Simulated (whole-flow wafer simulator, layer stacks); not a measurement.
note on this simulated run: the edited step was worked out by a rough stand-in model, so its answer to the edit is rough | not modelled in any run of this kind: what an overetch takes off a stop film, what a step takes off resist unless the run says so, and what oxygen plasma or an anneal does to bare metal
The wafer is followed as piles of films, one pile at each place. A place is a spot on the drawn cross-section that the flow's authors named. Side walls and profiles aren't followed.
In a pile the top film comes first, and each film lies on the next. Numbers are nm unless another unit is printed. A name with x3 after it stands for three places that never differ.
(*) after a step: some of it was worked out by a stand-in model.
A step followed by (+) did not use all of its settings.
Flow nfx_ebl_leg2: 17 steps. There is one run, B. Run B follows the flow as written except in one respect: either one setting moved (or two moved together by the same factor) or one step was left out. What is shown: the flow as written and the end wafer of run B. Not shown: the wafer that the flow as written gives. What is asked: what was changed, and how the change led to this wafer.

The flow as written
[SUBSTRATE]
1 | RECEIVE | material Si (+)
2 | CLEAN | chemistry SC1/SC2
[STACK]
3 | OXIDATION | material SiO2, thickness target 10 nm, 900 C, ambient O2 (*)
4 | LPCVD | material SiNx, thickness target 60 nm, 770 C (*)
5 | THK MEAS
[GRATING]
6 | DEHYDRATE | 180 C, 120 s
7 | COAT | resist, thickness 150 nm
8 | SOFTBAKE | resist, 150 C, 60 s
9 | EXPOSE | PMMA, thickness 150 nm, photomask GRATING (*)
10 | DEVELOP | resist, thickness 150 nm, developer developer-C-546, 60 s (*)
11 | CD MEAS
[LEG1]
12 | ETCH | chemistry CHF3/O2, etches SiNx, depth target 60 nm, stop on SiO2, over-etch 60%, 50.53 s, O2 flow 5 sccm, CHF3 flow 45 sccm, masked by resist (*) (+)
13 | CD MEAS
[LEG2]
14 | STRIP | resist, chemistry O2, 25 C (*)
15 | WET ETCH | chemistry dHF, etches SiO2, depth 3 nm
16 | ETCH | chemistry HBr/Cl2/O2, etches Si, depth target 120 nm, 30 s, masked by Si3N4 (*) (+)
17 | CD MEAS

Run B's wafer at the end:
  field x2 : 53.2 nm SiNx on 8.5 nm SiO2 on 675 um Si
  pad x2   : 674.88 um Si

What caused this: step 3, OXIDATION: thickness target 8.5 nm was run, while the flow as written has thickness target 10 nm.
The wafer itself shows it: field x2 has SiO2 8.5, and step 3 as written asks for 10 nm.

Step by step, how the change led to this:
  3 | OXIDATION | material SiO2, thickness target 10 nm, 900 C, ambient O2 (*)
      field x2, pad x2: +8.5 SiO2 (new film), -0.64 chemical SiO2 (all of it), -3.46 Si (it would be, as written: +10 SiO2 (new film), -0.64 chemical SiO2 (all of it), -4.12 Si)
  12 | ETCH | chemistry CHF3/O2, etches SiNx, depth target 60 nm, stop on SiO2, over-etch 60%, 50.53 s, O2 flow 5 sccm, CHF3 flow 45 sccm, masked by resist (*) (+)
      pad x2: -60 SiNx (all of it), -8.5 SiO2 (all of it) (it would be, as written: -60 SiNx (all of it), -10 SiO2 (all of it))
